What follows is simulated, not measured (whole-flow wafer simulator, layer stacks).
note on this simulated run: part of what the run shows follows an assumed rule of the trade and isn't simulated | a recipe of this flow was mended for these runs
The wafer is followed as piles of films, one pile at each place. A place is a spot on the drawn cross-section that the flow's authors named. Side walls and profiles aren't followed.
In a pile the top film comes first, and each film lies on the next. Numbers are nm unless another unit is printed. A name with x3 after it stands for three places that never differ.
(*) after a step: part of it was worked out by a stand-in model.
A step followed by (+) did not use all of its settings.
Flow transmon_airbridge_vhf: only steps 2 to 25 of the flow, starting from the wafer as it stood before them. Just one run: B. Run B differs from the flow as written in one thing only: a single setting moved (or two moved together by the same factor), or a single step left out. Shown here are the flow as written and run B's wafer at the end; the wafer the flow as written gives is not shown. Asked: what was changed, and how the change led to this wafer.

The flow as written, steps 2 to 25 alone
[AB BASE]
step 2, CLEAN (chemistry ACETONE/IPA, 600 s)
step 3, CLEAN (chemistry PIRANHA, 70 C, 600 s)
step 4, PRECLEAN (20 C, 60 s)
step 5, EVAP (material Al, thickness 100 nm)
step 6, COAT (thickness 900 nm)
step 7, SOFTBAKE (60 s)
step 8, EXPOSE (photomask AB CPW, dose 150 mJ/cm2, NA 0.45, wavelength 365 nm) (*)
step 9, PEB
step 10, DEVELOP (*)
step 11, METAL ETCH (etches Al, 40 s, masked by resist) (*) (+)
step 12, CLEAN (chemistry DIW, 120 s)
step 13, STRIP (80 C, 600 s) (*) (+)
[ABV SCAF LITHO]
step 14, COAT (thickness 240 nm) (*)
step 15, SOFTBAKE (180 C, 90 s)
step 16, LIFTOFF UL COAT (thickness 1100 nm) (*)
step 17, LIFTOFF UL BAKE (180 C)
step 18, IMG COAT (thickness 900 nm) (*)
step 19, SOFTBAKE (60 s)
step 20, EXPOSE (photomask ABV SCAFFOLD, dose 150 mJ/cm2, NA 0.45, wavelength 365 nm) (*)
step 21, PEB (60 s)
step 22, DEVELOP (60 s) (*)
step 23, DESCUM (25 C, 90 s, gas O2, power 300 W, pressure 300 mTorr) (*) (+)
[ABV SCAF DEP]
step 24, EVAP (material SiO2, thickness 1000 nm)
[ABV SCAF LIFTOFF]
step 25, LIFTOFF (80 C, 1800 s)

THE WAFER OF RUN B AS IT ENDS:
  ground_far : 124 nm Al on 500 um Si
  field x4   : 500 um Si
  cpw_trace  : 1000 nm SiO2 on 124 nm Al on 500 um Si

The reason: step 5, EVAP: thickness 124 nm was run, though the flow has thickness 100 nm.
The wafer itself shows it: ground_far has Al 124, and step 5 as written asks for 100 nm.

How this came from the change, step by step:
  step 5, EVAP (material Al, thickness 100 nm)
      field x4, ground_far, pad_w x2, flank_w x2, gap_w x2, cpw_trace, trace_open_s x2, margin_s x3: Al gains 124 (new film) (it would be, as written: Al gains 100 (new film))
  step 11, METAL ETCH (etches Al, 40 s, masked by resist) (*) (+)
      field x4, gap_w x2: Al loses 110.7 (all of it), Si loses 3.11 (it would be, as written: Al loses 86.7 (all of it), Si loses 11.1)
